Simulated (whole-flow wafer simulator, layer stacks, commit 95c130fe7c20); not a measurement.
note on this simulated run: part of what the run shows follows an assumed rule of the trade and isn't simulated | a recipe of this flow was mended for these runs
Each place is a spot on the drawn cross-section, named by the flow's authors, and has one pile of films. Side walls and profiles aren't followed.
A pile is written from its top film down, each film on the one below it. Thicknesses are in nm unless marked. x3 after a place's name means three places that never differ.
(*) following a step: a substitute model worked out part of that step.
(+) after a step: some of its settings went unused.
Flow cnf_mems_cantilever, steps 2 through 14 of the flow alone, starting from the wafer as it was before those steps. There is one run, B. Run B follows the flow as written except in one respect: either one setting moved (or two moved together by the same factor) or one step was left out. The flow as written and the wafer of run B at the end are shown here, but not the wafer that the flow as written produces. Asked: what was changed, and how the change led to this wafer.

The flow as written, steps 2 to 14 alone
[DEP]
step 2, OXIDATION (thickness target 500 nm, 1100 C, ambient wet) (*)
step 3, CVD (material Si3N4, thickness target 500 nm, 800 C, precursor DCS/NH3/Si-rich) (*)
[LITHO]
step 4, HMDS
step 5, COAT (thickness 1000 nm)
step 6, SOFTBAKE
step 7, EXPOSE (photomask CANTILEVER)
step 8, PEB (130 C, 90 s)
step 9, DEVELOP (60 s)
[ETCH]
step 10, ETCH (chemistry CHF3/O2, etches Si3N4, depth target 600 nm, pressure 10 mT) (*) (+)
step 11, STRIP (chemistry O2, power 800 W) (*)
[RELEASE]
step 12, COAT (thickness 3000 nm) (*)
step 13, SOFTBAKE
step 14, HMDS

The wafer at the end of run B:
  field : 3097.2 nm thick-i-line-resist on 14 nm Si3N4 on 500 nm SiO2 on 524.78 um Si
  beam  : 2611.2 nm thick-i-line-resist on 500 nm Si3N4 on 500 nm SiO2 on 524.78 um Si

Cause: step 10, ETCH: depth target 486 nm was run, whereas the flow has depth target 600 nm.

How this came from the change, step by step:
  step 10, ETCH (chemistry CHF3/O2, etches Si3N4, depth target 600 nm, pressure 10 mT) (*) (+)
      field: Si3N4 loses 486 (as written it would have been: Si3N4 loses 500 (all of it), SiO2 loses 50)
      beam: KrF-resist loses 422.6 (as written it would have been: KrF-resist loses 521.7)
  step 11, STRIP (chemistry O2, power 800 W) (*)
      beam: KrF-resist loses 560.1 (all of it) (as written it would have been: KrF-resist loses 460.9 (all of it))
  step 13, SOFTBAKE
      field: thick-i-line-resist gains 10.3 (as written it would have been: thick-i-line-resist gains 11.9)
      beam: thick-i-line-resist loses 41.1 (as written it would have been: thick-i-line-resist loses 47.6)
